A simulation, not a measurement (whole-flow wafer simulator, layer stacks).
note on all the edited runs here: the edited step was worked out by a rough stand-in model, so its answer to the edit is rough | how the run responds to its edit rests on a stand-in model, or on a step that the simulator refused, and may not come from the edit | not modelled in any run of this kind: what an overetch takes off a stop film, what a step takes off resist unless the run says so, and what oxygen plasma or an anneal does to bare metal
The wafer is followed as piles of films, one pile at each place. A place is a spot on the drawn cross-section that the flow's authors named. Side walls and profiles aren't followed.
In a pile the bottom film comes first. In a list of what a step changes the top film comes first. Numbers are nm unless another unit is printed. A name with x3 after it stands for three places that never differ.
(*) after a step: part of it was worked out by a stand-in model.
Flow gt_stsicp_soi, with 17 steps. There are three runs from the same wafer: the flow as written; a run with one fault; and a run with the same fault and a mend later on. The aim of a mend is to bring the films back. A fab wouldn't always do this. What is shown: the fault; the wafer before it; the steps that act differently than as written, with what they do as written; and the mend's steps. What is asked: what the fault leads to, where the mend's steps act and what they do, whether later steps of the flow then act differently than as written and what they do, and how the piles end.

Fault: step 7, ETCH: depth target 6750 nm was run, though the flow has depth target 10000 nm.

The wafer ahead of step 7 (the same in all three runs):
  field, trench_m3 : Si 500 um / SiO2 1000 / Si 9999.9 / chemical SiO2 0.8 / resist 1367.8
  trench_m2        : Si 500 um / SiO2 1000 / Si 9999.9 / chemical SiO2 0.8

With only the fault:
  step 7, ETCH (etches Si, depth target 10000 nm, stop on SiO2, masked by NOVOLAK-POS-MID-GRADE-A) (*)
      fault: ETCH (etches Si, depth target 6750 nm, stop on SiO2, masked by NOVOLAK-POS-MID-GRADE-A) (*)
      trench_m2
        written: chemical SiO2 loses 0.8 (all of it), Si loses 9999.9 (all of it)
        fault: chemical SiO2 loses 0.8 (all of it), Si loses 6750
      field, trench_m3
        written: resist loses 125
        fault: resist loses 84.4
  Steps later in the flow that act otherwise than as written (1 more step, not shown, differs only slightly: by at most 2% or 0.5 nm, whichever is larger):
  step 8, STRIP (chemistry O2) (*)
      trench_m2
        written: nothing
        fault: chemical SiO2 gains 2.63 (new film), Si loses 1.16
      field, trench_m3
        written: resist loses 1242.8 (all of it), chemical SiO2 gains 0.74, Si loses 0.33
        fault: resist loses 1283.5 (all of it), chemical SiO2 gains 0.75, Si loses 0.33
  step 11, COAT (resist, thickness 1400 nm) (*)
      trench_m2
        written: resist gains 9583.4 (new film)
        fault: resist gains 6989.7 (new film)
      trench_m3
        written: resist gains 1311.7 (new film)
        fault: resist gains 1340.4 (new film)
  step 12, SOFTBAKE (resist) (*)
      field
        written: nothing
        fault: resist gains 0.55
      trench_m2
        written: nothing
        fault: resist gains 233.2
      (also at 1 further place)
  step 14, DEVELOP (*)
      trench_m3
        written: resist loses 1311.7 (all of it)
        fault: resist loses 1345.3 (all of it)
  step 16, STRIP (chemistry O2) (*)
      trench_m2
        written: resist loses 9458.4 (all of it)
        fault: resist loses 7097.9 (all of it), chemical SiO2 gains 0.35, Si loses 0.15
  The piles end different from the flow's at trench_m2 by more than 2% or 0.5 nm, whichever is larger.
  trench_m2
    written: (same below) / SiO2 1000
    fault: (same below) / SiO2 1000 / Si 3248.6 / chemical SiO2 2.99

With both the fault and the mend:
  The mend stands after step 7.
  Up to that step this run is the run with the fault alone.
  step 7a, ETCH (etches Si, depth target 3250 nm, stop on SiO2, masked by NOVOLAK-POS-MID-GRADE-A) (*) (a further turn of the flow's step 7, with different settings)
      field, trench_m3
        resist loses 40.6
      trench_m2
        Si loses 3249.9 (all of it)
  Every later step of the flow that is run acts as written at every place that is followed.
  At every place that both follow, the piles at the end match the flow's.
